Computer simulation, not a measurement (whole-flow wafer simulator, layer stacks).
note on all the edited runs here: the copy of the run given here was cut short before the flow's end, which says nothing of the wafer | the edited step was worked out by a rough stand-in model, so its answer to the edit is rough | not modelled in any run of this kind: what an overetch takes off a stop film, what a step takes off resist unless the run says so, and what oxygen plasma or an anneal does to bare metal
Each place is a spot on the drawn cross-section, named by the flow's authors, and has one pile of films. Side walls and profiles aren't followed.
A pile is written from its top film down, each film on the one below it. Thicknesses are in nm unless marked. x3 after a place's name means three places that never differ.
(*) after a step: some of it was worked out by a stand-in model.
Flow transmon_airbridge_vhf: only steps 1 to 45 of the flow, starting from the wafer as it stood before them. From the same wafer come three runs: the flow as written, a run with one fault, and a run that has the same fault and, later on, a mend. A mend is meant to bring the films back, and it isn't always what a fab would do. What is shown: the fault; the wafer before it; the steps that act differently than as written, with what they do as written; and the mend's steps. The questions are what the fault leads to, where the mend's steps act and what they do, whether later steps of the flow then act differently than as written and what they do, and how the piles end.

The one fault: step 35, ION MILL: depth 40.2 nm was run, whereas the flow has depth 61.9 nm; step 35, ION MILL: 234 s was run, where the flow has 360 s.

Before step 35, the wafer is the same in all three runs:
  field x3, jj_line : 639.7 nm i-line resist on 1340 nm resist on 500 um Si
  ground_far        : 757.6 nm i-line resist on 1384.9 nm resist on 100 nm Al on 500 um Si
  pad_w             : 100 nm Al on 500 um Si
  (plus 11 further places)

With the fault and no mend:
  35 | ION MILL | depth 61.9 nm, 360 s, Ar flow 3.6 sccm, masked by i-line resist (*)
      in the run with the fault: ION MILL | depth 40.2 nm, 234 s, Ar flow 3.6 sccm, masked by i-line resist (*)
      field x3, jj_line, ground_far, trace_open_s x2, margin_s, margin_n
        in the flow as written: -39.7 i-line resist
        in the run with the fault: -25.8 i-line resist
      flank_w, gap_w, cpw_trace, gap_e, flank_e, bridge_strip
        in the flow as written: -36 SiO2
        in the run with the fault: -23.4 SiO2
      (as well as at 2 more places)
  Steps later in the flow that act otherwise than as written (not shown: 3 more steps that differ only slightly, by at most 2% or 0.5 nm, whichever is larger):
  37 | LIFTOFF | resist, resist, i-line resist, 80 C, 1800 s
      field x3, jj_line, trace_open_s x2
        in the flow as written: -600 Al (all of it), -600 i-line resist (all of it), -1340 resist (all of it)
        in the run with the fault: -600 Al (all of it), -613.9 i-line resist (all of it), -1340 resist (all of it)
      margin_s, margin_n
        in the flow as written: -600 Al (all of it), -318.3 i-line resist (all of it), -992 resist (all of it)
        in the run with the fault: -600 Al (all of it), -332.2 i-line resist (all of it), -992 resist (all of it)
  By the end, the piles at pad_w, pad_e depart from the flow's by more than 2% or 0.5 nm, whichever is larger.
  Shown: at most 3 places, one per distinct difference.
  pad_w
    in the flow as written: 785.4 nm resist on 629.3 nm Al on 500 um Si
    in the run with the fault: 781.9 nm resist on 651.1 nm Al on 500 um Si

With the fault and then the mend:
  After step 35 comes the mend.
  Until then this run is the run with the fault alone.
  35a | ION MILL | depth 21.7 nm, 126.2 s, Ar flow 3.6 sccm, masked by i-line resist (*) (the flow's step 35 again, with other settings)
      field x3, jj_line, ground_far, trace_open_s x2, margin_s, margin_n
        -13.9 i-line resist
      flank_w, gap_w, cpw_trace, gap_e, flank_e, bridge_strip
        -12.6 SiO2
      pad_w, pad_e
        -21.7 Al
  None of the later steps of the flow differs from how it acts as written, at any place that is followed, by more than 2% or 0.5 nm, whichever is larger.
  At every place that both follow, the piles at the end match the flow's.
